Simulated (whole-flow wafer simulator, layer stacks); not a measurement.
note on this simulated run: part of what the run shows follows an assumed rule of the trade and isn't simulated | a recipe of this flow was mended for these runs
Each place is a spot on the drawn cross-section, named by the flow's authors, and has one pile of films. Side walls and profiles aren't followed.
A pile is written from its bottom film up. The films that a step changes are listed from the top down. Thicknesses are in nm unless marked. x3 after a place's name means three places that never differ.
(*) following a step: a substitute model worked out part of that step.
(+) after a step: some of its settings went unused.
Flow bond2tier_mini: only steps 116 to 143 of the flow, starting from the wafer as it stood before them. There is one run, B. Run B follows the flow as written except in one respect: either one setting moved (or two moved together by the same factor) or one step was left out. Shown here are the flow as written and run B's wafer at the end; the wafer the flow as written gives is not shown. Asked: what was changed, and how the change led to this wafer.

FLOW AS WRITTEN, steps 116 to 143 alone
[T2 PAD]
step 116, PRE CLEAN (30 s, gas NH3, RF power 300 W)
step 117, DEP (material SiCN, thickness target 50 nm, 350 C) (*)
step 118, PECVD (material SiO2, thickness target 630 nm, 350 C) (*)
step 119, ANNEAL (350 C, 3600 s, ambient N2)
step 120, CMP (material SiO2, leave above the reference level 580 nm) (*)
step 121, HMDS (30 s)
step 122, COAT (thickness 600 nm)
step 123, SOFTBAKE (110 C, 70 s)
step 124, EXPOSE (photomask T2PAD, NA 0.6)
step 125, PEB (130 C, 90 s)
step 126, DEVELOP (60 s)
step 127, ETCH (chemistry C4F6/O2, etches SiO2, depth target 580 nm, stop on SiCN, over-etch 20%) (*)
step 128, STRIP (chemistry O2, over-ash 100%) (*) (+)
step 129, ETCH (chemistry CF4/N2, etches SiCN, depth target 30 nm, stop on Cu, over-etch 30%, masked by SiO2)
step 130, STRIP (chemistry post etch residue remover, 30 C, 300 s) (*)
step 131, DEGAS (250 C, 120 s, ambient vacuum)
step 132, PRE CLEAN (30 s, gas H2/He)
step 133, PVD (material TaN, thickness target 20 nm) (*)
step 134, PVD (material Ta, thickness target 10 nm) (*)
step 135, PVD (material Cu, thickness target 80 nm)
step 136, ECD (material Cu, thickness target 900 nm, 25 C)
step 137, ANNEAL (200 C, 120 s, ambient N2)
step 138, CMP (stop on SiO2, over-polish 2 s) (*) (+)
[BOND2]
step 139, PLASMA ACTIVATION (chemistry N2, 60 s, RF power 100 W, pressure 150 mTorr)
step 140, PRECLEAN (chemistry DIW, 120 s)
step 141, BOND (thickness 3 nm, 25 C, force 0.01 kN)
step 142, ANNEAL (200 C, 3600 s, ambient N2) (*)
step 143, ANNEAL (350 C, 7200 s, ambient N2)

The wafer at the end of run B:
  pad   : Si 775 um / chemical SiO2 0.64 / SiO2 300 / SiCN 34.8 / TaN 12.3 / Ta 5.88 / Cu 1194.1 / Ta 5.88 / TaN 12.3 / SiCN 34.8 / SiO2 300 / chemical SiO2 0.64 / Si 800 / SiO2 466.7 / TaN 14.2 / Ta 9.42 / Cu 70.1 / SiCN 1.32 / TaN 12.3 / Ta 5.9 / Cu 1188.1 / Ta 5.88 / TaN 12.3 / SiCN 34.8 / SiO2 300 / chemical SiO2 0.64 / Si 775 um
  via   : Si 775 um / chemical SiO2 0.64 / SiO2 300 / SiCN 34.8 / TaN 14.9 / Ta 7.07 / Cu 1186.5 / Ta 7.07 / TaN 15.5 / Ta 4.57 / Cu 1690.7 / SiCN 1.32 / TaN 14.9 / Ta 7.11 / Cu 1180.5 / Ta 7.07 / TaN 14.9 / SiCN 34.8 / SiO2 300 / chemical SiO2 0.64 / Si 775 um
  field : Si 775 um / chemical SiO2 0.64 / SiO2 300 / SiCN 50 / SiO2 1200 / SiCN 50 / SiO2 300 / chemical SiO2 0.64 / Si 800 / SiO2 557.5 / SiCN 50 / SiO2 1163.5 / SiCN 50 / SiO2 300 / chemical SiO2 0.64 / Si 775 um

The reason: step 129, ETCH: depth target 22.4 nm was run, though the flow has depth target 30 nm.

Step by step, how the change led to this:
  step 129, ETCH (chemistry CF4/N2, etches SiCN, depth target 30 nm, stop on Cu, over-etch 30%, masked by SiO2)
      pad, via: SiCN loses 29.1 (as written it would have been: SiCN loses 30.4 (all of it), Cu loses 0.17)
      field: SiO2 loses 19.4 (as written it would have been: SiO2 loses 26)
  step 130, STRIP (chemistry post etch residue remover, 30 C, 300 s) (*)
      pad, via: nothing (as written it would have been: Cu loses 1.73)
With metal films that touch counted as one body, pad has 3 bodies (between them, from the top down: SiCN 1.32; SiO2 466.7 / Si 800 / chemical SiO2 0.64 / SiO2 300 / SiCN 34.8); the flow as written gives 2 bodies (between them, from the top down: SiO2 466.7 / Si 800 / chemical SiO2 0.64 / SiO2 300 / SiCN 34.8).
With metal films that touch counted as one body, via has 2 bodies (between them, from the top down: SiCN 1.32); the flow as written gives 1 body.
